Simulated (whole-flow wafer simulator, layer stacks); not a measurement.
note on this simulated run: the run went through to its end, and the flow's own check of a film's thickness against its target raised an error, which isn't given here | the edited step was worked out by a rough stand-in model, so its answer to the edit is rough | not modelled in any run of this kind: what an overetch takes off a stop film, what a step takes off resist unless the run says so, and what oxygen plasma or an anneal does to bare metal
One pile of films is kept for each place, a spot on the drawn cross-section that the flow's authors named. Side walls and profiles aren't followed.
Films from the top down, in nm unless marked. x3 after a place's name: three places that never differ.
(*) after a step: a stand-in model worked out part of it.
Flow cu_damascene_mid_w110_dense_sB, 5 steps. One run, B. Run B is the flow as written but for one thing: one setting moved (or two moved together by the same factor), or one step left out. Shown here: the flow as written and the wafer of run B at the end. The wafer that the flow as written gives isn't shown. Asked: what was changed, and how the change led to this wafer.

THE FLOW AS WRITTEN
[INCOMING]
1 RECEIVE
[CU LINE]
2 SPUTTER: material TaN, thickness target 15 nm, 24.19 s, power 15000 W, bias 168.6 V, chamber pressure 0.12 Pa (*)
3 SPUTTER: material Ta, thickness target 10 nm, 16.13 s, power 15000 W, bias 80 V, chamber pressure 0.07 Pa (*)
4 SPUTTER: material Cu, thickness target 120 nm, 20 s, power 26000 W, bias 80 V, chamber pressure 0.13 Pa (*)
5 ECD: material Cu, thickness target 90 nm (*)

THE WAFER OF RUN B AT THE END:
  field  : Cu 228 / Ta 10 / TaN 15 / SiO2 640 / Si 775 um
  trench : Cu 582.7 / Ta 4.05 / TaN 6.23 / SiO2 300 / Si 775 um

The cause: step 5, ECD: thickness target 108 nm was run, where the flow has thickness target 90 nm.

How the change led to this, step by step:
  5 ECD: material Cu, thickness target 90 nm (*)
      field: Cu +108 (as written it would be: Cu +90)
      trench: Cu +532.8 (as written it would be: Cu +514.8)
